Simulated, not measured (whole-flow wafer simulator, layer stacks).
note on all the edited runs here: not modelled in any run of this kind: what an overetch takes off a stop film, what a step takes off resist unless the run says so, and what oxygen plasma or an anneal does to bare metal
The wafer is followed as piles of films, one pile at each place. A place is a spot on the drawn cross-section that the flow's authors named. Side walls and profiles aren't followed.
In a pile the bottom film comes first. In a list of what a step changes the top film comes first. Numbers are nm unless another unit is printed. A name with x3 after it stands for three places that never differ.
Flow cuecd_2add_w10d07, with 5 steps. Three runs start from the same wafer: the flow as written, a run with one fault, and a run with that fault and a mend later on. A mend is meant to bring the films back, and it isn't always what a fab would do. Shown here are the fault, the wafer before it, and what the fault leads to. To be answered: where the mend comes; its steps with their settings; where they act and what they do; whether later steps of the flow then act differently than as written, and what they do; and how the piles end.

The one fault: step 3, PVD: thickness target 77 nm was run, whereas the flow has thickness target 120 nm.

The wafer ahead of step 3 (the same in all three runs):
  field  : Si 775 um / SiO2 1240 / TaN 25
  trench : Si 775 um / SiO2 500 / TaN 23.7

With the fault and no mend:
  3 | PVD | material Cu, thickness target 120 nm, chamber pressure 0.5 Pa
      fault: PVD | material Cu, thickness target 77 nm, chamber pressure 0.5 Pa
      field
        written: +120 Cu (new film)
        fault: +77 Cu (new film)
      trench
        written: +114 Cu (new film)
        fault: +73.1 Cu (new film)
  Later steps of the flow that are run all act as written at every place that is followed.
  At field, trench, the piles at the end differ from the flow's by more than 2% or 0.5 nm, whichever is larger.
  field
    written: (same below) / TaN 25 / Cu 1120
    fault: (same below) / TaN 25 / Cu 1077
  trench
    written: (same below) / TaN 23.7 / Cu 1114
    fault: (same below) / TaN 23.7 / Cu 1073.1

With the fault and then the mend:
  The mend follows step 3.
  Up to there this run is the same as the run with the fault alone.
  3a | PVD | material Cu, thickness target 43 nm, chamber pressure 0.5 Pa (the flow's step 3, run once more with other settings)
      field
        +43 Cu
      trench
        +40.7 Cu
  Later steps of the flow that are run all act as written at every place that is followed.
  The piles end only slightly different from the flow's at the places that both follow, by no more than 2% or 0.5 nm, whichever is larger.
